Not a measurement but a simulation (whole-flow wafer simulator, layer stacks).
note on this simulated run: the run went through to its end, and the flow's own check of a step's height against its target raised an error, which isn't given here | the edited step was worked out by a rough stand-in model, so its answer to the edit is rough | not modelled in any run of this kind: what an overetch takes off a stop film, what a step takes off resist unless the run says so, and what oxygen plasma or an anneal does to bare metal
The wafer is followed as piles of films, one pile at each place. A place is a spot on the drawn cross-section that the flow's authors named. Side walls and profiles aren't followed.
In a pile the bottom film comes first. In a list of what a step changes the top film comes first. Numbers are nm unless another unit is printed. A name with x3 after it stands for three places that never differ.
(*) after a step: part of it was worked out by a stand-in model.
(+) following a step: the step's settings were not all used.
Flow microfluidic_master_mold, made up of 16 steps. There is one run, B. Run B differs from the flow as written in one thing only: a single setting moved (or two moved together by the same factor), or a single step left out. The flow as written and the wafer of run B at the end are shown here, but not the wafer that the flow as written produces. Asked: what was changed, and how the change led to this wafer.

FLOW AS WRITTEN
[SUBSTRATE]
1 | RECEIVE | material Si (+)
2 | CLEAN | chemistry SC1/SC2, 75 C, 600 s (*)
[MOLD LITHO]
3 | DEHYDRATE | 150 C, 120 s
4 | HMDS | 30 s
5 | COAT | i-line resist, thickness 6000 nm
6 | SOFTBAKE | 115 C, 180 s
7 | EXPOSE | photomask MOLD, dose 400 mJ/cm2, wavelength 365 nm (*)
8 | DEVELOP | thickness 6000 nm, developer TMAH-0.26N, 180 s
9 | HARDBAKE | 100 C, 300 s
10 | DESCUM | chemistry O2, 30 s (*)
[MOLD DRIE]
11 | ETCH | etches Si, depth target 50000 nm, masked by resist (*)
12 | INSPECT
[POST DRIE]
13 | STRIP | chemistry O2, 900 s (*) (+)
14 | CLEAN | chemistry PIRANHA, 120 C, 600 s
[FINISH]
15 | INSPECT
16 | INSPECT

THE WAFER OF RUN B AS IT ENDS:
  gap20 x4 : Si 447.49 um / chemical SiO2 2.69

What caused this: step 11, ETCH: depth target 77500 nm was run, though the flow has depth target 50000 nm.

How this came from the change, step by step:
  11 | ETCH | etches Si, depth target 50000 nm, masked by resist (*)
      gap20 x4: chemical SiO2 loses 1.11 (all of it), Si loses 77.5 um (in the flow as written it would be: chemical SiO2 loses 1.11 (all of it), Si loses 50 um)
      ridge: i-line resist loses 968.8 (in the flow as written it would be: i-line resist loses 625)
  13 | STRIP | chemistry O2, 900 s (*) (+)
      ridge: i-line resist loses 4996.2 (all of it), chemical SiO2 gains 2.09, Si loses 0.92 (in the flow as written it would be: i-line resist loses 5339.9 (all of it), chemical SiO2 gains 2.09, Si loses 0.92)
